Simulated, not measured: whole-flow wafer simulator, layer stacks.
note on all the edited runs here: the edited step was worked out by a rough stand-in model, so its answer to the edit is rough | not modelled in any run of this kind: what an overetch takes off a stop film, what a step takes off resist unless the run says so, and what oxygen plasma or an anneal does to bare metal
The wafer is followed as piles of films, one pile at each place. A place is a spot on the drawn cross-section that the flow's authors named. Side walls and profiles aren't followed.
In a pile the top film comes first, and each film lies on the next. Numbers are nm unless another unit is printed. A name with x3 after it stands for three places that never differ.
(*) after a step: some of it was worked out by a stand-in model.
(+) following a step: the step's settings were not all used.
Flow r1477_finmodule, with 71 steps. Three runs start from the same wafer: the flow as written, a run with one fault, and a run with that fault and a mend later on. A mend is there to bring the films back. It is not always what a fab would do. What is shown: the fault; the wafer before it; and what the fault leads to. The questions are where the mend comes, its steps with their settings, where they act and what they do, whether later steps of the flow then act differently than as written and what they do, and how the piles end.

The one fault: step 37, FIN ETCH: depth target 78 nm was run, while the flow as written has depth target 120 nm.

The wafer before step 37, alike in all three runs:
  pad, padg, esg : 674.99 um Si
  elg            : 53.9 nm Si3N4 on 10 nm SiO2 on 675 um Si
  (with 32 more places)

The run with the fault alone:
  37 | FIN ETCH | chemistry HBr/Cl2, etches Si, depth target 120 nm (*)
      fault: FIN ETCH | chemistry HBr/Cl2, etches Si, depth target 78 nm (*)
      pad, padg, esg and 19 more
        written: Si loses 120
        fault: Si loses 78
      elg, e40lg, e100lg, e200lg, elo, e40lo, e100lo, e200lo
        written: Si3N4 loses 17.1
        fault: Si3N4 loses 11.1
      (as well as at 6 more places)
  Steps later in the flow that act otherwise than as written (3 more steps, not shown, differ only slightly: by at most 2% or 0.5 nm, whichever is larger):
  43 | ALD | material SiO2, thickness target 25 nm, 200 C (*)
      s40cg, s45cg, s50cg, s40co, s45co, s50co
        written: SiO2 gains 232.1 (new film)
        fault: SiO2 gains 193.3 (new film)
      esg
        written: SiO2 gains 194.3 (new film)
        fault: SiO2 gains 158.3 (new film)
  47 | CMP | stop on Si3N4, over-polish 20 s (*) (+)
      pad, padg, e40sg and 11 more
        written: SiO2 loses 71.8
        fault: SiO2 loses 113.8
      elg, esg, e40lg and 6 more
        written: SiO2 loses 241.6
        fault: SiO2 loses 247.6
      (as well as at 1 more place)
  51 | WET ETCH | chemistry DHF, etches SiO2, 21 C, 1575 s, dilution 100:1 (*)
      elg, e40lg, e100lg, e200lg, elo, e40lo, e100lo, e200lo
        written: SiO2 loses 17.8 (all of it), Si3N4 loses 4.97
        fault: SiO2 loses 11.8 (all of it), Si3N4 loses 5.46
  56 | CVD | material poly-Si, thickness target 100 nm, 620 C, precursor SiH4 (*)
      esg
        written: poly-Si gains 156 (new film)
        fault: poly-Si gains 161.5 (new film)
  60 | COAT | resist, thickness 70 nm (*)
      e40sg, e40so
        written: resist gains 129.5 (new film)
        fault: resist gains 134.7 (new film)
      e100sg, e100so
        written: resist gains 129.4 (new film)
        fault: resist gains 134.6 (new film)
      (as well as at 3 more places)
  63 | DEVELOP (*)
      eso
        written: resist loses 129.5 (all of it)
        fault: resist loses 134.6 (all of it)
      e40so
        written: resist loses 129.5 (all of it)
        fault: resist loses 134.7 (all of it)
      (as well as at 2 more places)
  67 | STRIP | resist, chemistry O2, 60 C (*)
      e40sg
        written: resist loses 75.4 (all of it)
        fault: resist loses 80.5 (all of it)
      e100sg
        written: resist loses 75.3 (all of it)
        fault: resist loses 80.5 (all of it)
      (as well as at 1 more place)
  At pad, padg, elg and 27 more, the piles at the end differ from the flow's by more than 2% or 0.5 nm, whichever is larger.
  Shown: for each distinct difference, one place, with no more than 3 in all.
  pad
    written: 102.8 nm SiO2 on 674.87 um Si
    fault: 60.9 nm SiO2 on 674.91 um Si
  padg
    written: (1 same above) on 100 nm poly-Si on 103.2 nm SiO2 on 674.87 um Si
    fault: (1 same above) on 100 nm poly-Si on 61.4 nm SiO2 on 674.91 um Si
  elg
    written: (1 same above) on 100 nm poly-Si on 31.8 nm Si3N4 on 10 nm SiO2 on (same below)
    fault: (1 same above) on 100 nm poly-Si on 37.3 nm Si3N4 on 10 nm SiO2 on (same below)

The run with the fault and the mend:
  After step 38 comes the mend.
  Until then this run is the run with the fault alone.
  38a | FIN ETCH | chemistry HBr/Cl2, etches Si, depth target 42 nm (*) (the flow's step 37 again, with other settings)
      pad, padg, esg and 19 more
        Si loses 42
      elg, e40lg, e100lg, e200lg, elo, e40lo, e100lo, e200lo
        Si3N4 loses 6
      s40sg_line, s45sg_line, s50sg_line, s40so_line, s45so_line, s50so_line
        SiO2 loses 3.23
  Every later step of the flow that is run acts as written at every place that is followed.
  At every place that both follow, the piles at the end match the flow's.
